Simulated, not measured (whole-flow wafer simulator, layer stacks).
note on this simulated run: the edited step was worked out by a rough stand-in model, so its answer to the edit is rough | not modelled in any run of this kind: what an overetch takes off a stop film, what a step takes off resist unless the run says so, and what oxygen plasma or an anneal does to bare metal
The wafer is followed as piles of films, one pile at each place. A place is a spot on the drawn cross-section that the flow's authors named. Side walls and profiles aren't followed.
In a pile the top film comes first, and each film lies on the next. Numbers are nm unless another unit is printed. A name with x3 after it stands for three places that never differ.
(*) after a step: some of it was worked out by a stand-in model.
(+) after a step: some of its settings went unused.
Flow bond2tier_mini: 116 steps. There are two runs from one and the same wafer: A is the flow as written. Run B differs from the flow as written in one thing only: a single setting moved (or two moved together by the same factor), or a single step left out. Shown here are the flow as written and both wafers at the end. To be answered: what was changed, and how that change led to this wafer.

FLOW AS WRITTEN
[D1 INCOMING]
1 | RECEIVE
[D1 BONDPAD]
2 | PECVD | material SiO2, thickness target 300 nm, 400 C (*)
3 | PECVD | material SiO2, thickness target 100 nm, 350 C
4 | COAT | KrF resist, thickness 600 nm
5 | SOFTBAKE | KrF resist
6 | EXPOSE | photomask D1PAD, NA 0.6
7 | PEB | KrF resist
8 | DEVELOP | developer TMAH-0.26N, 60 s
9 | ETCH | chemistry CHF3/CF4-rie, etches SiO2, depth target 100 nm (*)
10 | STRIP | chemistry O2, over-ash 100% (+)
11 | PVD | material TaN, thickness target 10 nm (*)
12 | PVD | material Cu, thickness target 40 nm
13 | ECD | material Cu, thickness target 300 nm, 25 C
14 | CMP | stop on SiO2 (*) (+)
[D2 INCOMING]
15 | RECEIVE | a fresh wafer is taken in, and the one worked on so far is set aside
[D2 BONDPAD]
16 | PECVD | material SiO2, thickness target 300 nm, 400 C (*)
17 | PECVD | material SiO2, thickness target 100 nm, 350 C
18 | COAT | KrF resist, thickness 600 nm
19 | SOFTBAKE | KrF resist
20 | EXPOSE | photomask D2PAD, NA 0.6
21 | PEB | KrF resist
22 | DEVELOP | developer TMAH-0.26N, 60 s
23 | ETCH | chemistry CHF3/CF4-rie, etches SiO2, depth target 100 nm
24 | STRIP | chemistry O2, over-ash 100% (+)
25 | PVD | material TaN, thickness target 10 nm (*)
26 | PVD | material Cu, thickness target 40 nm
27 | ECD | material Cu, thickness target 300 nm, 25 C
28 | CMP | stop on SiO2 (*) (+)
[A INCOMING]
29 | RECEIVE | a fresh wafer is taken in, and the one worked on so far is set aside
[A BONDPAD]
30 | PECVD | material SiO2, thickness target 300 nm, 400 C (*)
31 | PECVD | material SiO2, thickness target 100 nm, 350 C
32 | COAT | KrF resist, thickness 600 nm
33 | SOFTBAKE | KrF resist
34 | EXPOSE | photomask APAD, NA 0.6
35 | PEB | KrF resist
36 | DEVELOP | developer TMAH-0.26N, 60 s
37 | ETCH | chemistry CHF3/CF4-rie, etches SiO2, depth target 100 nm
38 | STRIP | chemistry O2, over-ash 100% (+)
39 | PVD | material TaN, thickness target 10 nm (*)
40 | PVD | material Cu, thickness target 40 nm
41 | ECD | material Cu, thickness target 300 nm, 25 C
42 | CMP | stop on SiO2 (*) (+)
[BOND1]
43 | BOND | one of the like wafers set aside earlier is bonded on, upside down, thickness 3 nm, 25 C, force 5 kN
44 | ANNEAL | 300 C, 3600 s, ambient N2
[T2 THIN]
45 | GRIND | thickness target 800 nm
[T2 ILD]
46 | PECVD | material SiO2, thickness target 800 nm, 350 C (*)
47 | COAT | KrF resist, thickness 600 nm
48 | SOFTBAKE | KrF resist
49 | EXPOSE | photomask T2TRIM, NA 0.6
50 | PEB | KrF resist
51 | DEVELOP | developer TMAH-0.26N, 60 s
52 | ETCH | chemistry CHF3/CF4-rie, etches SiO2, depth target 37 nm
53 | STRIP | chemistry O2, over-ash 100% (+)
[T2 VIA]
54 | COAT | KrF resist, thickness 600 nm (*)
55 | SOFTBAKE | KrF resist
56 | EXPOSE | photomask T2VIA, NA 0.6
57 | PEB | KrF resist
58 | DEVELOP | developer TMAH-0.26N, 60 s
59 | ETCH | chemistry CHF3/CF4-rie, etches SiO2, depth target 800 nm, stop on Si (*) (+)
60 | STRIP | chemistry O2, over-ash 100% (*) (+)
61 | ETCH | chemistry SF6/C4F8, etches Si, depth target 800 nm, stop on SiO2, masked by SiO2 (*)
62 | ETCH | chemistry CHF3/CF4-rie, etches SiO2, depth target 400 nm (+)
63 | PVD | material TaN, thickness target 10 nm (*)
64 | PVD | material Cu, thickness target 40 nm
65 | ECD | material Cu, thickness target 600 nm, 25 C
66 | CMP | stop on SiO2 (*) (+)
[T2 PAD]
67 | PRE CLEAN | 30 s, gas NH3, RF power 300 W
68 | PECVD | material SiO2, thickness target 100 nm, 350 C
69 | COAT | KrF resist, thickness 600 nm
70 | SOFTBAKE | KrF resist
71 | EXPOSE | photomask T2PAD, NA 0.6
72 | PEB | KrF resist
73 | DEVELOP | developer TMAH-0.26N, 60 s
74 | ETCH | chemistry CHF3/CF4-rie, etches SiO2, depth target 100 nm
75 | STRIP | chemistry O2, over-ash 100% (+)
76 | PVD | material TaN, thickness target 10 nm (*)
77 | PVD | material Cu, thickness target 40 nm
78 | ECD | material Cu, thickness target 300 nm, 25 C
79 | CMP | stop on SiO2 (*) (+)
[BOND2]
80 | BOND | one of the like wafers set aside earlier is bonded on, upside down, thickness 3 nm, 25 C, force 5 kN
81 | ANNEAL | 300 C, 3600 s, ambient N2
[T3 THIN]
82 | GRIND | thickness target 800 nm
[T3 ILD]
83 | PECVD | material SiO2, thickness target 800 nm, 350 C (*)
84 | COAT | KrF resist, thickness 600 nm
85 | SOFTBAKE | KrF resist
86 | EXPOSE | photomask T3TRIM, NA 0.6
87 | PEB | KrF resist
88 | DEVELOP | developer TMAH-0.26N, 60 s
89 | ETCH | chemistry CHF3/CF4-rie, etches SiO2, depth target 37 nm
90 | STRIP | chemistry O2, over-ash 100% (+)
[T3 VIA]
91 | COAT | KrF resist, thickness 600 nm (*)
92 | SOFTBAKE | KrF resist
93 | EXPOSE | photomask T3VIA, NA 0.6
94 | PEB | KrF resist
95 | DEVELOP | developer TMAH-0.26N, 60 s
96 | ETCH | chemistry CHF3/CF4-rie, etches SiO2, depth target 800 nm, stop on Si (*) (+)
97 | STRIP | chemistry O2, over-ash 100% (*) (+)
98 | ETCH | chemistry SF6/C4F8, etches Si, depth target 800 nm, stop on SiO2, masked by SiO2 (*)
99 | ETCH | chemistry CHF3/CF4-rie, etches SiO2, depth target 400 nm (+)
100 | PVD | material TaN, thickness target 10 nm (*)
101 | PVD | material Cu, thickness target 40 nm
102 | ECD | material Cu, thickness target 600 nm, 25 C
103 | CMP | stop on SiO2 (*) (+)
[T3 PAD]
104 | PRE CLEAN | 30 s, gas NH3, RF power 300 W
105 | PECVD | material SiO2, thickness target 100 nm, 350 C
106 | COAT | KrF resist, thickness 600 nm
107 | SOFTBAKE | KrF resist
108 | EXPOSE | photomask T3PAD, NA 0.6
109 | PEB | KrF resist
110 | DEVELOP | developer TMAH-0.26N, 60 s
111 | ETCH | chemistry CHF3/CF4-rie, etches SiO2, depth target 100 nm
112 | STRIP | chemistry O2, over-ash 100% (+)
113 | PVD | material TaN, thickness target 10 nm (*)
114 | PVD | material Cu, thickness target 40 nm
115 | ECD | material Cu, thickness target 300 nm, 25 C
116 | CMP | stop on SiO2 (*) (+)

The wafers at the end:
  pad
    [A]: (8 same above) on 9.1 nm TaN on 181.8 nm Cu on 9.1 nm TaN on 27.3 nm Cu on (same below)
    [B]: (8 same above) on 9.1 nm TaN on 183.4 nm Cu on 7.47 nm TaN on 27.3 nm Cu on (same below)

The reason: step 76, PVD: thickness target 8.2 nm was run, while the flow as written has thickness target 10 nm.

The path from the change to this, step by step:
  76 | PVD | material TaN, thickness target 10 nm (*)
      field: A +10 TaN (new film) | B +8.2 TaN (new film)
      pad: A +9.1 TaN (new film) | B +7.47 TaN (new film)
  79 | CMP | stop on SiO2 (*) (+)
      field: A -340 Cu (all of it), -10 TaN (all of it) | B -340 Cu (all of it), -8.2 TaN (all of it)
